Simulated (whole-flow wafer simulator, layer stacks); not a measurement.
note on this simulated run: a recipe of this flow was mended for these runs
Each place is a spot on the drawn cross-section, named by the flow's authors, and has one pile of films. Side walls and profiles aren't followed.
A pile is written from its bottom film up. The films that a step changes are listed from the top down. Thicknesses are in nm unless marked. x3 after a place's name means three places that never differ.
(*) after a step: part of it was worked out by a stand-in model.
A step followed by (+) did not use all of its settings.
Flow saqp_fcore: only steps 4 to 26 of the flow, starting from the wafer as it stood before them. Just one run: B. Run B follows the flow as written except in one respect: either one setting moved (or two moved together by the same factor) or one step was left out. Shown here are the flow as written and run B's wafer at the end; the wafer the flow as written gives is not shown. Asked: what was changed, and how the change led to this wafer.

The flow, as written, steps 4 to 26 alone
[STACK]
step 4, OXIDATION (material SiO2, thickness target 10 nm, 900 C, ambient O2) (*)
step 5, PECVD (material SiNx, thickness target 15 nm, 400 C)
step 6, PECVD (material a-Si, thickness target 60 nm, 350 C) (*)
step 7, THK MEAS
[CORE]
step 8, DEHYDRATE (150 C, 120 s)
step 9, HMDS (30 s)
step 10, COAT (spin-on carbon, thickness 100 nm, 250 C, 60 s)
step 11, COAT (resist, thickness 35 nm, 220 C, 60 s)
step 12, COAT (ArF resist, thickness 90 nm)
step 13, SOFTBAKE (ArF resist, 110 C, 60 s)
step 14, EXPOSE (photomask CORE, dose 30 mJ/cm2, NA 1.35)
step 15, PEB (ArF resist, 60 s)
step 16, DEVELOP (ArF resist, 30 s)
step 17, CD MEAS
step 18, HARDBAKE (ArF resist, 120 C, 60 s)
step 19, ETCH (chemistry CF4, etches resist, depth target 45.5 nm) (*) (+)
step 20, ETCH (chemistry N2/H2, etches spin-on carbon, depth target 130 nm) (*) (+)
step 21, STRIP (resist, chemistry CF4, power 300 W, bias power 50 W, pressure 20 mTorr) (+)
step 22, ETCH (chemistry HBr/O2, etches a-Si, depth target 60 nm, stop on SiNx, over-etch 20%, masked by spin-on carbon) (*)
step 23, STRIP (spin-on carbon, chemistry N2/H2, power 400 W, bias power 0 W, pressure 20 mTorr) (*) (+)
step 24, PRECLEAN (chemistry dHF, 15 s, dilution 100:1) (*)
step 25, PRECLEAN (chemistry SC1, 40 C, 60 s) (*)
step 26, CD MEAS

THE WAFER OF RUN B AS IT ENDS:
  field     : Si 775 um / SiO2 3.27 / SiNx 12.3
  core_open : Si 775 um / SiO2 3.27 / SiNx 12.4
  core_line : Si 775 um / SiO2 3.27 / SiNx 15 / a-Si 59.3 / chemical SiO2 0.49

What caused this: step 4, OXIDATION: 765 C was run, though the flow has 900 C.

The path from the change to this, step by step:
  step 4, OXIDATION (material SiO2, thickness target 10 nm, 900 C, ambient O2) (*)
      field, core_open, core_line: SiO2 gains 3.27 (new film), chemical SiO2 loses 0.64 (all of it), Si loses 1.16 (in the flow as written it would be: SiO2 gains 10 (new film), chemical SiO2 loses 0.64 (all of it), Si loses 4.12)
